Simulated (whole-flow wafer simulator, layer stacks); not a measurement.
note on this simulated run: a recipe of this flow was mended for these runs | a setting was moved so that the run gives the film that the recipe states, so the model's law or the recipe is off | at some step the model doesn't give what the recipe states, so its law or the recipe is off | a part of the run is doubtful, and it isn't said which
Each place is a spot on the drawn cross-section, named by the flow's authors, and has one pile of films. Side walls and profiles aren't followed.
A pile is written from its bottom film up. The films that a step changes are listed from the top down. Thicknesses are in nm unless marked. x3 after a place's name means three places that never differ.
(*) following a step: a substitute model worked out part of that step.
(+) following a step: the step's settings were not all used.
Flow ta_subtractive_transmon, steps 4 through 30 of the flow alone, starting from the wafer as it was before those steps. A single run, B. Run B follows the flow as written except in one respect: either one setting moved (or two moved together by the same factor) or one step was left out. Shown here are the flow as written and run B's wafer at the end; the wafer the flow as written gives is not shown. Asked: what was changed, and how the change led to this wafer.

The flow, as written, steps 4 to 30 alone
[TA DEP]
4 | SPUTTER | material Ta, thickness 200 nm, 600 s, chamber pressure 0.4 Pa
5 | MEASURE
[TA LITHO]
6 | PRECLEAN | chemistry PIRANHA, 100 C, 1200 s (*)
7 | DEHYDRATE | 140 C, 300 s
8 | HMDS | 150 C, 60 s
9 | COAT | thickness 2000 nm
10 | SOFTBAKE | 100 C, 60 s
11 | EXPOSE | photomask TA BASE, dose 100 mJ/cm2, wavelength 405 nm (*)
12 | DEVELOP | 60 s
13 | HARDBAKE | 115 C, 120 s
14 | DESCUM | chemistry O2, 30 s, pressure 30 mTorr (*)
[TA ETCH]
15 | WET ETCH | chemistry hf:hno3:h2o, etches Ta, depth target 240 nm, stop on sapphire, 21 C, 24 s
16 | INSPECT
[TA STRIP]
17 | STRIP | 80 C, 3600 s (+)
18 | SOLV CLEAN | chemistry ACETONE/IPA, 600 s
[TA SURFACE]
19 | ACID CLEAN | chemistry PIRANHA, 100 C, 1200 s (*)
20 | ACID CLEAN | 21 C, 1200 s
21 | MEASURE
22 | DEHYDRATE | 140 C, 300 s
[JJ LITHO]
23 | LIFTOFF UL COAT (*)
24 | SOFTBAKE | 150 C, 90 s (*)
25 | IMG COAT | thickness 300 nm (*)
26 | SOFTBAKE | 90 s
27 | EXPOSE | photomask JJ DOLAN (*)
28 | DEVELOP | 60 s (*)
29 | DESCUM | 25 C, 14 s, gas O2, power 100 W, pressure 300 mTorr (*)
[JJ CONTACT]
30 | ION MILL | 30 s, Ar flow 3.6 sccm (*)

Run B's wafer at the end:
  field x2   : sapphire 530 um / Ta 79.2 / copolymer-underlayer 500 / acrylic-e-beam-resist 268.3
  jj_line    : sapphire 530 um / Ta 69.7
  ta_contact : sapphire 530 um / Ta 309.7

The reason: step 4, SPUTTER: thickness 320 nm was run, while the flow as written has thickness 200 nm; step 4, SPUTTER: 960 s was run, where the flow has 600 s.

The path from the change to this, step by step:
  4 | SPUTTER | material Ta, thickness 200 nm, 600 s, chamber pressure 0.4 Pa
      field x2, jj_line, lead, ta_contact, ta_pad: Ta gains 320 (new film) (as written it would have been: Ta gains 200 (new film))
  15 | WET ETCH | chemistry hf:hno3:h2o, etches Ta, depth target 240 nm, stop on sapphire, 21 C, 24 s
      field x2, jj_line, lead: Ta loses 240 (as written it would have been: Ta loses 199.7 (all of it))
  23 | LIFTOFF UL COAT (*)
      ta_contact: copolymer-underlayer gains 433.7 (new film) (as written it would have been: copolymer-underlayer gains 443.9 (new film))
  28 | DEVELOP | 60 s (*)
      ta_contact: acrylic-e-beam-resist loses 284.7 (all of it), copolymer-underlayer loses 433.7 (all of it) (as written it would have been: acrylic-e-beam-resist loses 287.5 (all of it), copolymer-underlayer loses 443.9 (all of it))
  30 | ION MILL | 30 s, Ar flow 3.6 sccm (*)
      jj_line, lead: Ta loses 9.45 (as written it would have been: sapphire loses 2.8)
If metal films that touch count as one body, field x2 has 1 body; the flow as written gives 0 bodies.
If metal films that touch count as one body, jj_line has 1 body; the flow as written gives 0 bodies.
